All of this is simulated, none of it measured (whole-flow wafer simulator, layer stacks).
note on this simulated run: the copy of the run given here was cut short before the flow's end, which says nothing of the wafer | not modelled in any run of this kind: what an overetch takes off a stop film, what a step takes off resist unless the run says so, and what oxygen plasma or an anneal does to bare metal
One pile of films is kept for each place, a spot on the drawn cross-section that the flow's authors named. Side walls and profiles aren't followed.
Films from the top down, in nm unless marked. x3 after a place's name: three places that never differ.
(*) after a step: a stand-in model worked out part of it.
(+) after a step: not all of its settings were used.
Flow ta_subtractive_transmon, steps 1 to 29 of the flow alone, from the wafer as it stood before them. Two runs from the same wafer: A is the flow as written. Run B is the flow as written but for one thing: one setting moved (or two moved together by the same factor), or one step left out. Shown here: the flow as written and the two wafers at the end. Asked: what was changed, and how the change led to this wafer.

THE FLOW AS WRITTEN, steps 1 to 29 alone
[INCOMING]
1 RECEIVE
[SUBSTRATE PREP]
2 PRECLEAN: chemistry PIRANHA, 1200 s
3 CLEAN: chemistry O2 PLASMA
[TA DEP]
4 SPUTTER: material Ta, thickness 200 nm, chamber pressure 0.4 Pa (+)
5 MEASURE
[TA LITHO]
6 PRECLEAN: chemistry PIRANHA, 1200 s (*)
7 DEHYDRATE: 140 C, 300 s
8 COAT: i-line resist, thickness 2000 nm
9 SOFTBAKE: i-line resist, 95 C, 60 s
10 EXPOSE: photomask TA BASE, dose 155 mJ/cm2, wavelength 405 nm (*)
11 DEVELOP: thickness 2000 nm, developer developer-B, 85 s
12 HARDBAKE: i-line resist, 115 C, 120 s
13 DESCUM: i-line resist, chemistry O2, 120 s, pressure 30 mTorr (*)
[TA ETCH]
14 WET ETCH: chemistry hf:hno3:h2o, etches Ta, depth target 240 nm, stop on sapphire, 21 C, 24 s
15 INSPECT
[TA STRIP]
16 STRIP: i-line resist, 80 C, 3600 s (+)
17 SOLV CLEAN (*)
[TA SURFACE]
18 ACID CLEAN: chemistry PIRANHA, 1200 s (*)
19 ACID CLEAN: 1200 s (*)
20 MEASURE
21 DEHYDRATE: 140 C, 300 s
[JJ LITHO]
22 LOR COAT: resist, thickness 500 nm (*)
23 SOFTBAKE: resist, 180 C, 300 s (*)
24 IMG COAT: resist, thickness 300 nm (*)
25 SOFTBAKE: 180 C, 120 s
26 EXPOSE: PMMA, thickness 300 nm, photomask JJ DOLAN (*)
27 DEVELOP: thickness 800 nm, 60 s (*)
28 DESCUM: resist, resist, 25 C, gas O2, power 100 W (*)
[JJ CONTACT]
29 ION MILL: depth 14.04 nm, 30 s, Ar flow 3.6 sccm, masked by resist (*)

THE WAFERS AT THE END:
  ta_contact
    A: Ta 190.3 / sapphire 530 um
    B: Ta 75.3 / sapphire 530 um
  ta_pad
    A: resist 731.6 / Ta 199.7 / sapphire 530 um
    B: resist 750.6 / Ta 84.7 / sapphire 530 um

The cause: step 4, SPUTTER: thickness 85 nm was run, where the flow has thickness 200 nm.

How the change led to this, step by step:
  4 SPUTTER: material Ta, thickness 200 nm, chamber pressure 0.4 Pa (+)
      field x2, jj_line, lead, ta_contact, ta_pad: A Ta +200 (new film) | B Ta +85 (new film)
  14 WET ETCH: chemistry hf:hno3:h2o, etches Ta, depth target 240 nm, stop on sapphire, 21 C, 24 s
      field x2, jj_line, lead: A Ta -200 (all of it) | B Ta -85 (all of it)
  22 LOR COAT: resist, thickness 500 nm (*)
      lead: A resist +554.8 (new film) | B resist +524.2 (new film)
      ta_contact: A resist +443.8 (new film) | B resist +474.9 (new film)
  24 IMG COAT: resist, thickness 300 nm (*)
      lead: A resist +312.6 | B resist +305.3
      ta_contact: A resist +287.4 | B resist +294.8
      (and at 1 more place)
  27 DEVELOP: thickness 800 nm, 60 s (*)
      lead: A resist -867.4 (all of it) | B resist -829.5 (all of it)
      ta_contact: A resist -731.2 (all of it) | B resist -769.7 (all of it)
